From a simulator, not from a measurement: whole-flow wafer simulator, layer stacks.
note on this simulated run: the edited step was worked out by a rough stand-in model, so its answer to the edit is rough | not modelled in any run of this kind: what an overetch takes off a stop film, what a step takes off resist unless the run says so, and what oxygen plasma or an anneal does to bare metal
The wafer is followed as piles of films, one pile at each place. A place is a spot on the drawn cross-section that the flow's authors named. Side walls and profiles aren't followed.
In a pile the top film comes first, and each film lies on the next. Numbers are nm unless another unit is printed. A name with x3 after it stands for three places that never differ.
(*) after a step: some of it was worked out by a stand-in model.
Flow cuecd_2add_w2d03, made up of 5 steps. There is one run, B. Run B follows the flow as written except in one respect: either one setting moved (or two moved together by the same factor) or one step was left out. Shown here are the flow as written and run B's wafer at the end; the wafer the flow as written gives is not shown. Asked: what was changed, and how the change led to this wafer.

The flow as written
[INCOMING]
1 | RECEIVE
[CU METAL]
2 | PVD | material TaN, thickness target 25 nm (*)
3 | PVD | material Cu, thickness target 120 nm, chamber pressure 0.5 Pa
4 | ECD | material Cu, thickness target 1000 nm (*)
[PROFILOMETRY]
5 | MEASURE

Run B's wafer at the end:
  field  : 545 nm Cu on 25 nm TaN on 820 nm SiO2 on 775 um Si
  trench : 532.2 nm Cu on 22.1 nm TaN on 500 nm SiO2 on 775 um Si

The reason: step 4, ECD: thickness target 425 nm was run, though the flow has thickness target 1000 nm.

How this came from the change, step by step:
  4 | ECD | material Cu, thickness target 1000 nm (*)
      field, trench: +425 Cu (as written it would have been: +1000 Cu)
